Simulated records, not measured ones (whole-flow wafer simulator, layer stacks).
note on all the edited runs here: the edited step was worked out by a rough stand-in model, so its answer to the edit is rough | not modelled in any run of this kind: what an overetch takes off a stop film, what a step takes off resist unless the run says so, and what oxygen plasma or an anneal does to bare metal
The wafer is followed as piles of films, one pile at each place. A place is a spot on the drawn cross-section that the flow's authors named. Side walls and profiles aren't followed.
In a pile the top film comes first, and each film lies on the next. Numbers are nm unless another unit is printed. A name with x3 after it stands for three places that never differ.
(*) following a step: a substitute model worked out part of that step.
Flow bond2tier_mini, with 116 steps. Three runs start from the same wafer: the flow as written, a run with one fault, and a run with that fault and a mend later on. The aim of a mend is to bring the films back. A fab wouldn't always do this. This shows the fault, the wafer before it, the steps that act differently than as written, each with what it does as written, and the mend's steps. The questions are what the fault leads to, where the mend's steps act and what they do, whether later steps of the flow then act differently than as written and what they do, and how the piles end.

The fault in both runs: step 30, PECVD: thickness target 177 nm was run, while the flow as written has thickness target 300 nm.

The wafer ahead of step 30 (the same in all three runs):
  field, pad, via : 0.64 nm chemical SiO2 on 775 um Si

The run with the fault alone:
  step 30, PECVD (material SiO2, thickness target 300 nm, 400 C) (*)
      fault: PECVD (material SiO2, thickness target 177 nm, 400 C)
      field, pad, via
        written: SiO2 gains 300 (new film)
        fault: SiO2 gains 177 (new film)
  Later steps of the flow that are run all act as written at every place that is followed.
  At field, pad, the piles at the end differ from the flow's by more than 2% or 0.5 nm, whichever is larger.
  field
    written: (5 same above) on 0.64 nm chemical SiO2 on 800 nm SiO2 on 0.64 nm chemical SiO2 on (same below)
    fault: (5 same above) on 0.64 nm chemical SiO2 on 677 nm SiO2 on 0.64 nm chemical SiO2 on (same below)
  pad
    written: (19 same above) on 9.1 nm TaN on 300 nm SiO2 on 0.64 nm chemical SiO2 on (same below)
    fault: (19 same above) on 9.1 nm TaN on 177 nm SiO2 on 0.64 nm chemical SiO2 on (same below)

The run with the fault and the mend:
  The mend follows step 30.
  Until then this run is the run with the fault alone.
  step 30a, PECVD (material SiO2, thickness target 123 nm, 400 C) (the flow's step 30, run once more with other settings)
      field, pad, via
        SiO2 gains 123
  Later steps of the flow that are run all act as written at every place that is followed.
  By the end, the piles equal the flow's at every place that both follow.
